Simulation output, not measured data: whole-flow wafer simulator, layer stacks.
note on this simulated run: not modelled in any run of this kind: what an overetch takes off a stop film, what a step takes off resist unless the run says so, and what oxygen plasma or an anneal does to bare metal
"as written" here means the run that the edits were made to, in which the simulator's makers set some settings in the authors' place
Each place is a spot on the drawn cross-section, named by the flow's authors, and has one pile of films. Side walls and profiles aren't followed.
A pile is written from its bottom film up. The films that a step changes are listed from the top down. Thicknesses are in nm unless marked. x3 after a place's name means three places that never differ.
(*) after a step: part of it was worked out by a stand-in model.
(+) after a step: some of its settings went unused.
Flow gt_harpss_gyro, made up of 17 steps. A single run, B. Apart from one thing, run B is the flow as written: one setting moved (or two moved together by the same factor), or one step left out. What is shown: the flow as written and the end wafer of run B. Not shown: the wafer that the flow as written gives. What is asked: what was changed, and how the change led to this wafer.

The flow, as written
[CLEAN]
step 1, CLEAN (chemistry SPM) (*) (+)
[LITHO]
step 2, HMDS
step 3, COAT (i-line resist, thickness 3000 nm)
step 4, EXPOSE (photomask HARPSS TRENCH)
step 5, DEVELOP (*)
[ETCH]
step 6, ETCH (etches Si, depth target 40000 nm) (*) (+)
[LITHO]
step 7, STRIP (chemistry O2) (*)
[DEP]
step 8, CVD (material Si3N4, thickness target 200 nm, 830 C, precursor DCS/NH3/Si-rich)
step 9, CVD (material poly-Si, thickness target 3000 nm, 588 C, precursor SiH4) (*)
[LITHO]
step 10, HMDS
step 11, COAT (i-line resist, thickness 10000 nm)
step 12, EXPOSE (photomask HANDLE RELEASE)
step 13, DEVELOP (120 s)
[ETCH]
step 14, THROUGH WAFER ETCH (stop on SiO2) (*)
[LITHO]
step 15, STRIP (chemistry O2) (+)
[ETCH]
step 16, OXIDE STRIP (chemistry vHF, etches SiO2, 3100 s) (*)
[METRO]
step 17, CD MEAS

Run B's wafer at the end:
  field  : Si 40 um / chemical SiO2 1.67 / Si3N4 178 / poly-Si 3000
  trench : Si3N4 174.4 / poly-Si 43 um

The reason: step 8, CVD: thickness target 178 nm was run, though the flow has thickness target 200 nm.
One can read it off the wafer: field has Si3N4 178, and step 8 as written asks for 200 nm.

Step by step, how the change led to this:
  step 8, CVD (material Si3N4, thickness target 200 nm, 830 C, precursor DCS/NH3/Si-rich)
      field: Si3N4 gains 178 (new film) (it would be, as written: Si3N4 gains 200 (new film))
      trench: Si3N4 gains 174.4 (new film) (it would be, as written: Si3N4 gains 195.9 (new film))
  step 9, CVD (material poly-Si, thickness target 3000 nm, 588 C, precursor SiH4) (*)
      trench: poly-Si gains 43 um (new film) (it would be, as written: poly-Si gains 43.01 um (new film))
